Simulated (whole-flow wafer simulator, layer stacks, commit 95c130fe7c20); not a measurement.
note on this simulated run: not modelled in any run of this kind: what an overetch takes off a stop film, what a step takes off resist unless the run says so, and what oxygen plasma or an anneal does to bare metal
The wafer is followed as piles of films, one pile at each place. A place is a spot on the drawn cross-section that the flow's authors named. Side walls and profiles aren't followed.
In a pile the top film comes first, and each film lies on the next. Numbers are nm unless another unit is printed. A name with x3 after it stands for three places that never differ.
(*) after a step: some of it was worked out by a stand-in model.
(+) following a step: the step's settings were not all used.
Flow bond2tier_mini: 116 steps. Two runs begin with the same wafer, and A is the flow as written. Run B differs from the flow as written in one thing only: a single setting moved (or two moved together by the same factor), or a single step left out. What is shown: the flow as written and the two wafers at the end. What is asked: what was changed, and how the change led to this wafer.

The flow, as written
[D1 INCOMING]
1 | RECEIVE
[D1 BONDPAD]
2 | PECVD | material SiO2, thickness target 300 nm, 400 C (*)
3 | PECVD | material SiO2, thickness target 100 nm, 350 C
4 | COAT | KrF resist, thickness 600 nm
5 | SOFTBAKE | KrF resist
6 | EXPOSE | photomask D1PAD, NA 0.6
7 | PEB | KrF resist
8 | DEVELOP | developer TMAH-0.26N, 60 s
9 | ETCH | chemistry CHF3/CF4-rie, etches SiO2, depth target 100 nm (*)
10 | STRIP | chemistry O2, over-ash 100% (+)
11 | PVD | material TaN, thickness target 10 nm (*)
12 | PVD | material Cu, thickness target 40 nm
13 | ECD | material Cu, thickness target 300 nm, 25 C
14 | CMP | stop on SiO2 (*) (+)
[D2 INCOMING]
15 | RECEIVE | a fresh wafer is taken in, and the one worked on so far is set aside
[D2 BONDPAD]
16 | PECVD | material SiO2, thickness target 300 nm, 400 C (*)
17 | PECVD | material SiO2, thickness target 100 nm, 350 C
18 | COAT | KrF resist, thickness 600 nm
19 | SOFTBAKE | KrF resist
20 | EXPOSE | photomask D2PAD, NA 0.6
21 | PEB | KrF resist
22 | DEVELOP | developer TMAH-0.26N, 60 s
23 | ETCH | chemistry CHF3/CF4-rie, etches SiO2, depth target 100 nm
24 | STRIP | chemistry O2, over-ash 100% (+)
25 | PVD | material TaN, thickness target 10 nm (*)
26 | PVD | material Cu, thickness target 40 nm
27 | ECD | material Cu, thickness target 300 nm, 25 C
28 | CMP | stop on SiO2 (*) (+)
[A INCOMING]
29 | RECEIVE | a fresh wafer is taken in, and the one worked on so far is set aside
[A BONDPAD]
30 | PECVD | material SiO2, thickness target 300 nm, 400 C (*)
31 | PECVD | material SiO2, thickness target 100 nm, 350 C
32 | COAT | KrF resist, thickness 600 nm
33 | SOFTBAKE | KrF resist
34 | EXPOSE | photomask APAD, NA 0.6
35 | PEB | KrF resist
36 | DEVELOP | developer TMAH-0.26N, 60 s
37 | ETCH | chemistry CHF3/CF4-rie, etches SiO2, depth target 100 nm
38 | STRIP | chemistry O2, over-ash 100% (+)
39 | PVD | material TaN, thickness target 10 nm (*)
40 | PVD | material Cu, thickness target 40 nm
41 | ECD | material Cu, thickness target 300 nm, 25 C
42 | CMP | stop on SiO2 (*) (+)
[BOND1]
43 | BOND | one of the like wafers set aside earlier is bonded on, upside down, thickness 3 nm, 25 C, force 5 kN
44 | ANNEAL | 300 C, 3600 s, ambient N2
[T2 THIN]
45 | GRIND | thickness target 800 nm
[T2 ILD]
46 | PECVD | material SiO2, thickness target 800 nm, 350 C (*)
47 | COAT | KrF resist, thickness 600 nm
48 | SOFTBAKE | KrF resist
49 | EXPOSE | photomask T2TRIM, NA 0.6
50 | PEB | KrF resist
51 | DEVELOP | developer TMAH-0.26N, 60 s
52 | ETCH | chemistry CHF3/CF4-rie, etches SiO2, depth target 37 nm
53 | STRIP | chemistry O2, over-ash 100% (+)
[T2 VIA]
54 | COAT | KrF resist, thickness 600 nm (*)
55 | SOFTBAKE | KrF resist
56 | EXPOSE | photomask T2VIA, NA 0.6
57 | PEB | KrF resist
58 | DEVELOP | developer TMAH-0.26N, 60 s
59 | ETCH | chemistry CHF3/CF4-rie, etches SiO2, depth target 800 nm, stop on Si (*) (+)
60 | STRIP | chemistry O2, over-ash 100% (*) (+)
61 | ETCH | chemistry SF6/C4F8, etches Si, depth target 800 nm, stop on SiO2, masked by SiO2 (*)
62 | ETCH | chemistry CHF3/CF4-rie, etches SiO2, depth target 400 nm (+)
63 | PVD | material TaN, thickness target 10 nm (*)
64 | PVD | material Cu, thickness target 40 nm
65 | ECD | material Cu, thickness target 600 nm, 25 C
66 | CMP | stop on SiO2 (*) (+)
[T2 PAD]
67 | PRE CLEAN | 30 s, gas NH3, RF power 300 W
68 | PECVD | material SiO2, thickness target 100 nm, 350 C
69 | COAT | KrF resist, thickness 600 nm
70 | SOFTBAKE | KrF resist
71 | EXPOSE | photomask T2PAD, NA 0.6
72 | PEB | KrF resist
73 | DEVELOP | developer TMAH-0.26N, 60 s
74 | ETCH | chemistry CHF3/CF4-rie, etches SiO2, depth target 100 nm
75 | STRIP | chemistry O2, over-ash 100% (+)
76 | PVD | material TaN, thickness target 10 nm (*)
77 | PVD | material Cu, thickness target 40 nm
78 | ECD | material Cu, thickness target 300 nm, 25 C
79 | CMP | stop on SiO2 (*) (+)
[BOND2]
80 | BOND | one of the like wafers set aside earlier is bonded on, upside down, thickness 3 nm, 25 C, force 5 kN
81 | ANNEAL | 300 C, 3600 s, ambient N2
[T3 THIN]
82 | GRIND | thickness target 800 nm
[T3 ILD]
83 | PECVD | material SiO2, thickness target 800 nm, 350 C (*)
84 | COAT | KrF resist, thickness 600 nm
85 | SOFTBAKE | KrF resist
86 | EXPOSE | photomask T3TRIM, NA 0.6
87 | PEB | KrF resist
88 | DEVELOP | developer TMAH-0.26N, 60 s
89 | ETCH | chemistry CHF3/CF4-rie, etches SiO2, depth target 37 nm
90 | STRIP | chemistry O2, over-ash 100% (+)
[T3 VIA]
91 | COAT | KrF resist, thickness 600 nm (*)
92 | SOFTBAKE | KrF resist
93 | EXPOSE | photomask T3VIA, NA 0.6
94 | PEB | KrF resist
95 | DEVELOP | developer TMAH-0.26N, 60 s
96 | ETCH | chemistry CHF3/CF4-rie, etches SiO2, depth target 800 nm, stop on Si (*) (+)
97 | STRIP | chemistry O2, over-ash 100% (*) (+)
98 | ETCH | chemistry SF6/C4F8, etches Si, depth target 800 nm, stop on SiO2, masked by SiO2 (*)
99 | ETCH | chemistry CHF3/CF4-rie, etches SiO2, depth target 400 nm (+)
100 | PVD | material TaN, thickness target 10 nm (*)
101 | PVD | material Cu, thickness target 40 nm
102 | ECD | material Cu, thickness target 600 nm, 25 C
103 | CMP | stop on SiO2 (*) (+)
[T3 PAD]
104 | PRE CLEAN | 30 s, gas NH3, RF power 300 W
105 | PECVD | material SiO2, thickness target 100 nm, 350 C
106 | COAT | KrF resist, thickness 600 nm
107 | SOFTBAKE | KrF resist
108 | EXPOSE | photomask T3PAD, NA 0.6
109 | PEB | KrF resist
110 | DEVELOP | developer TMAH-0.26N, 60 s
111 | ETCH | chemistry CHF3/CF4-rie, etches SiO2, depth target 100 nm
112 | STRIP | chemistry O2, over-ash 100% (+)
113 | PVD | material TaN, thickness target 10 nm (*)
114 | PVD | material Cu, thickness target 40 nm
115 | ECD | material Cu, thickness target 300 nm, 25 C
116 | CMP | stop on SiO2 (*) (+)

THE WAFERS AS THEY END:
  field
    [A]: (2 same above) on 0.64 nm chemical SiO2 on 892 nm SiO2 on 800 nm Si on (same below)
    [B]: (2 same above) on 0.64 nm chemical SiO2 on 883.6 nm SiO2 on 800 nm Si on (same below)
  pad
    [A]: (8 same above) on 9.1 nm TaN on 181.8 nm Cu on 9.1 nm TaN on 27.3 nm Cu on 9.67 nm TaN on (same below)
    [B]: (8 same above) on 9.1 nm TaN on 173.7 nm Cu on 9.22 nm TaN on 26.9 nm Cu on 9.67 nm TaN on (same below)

The reason: step 68, PECVD: 389 C was run, though the flow has 350 C.

How this came from the change, step by step:
  68 | PECVD | material SiO2, thickness target 100 nm, 350 C
      field: A SiO2 gains 100 | B SiO2 gains 91.6
      pad: A SiO2 gains 100 (new film) | B SiO2 gains 91.6 (new film)
  74 | ETCH | chemistry CHF3/CF4-rie, etches SiO2, depth target 100 nm
      pad: A SiO2 loses 100 (all of it) | B SiO2 loses 91.6 (all of it), Cu loses 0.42
  78 | ECD | material Cu, thickness target 300 nm, 25 C
      pad: A Cu gains 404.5 | B Cu gains 396.1
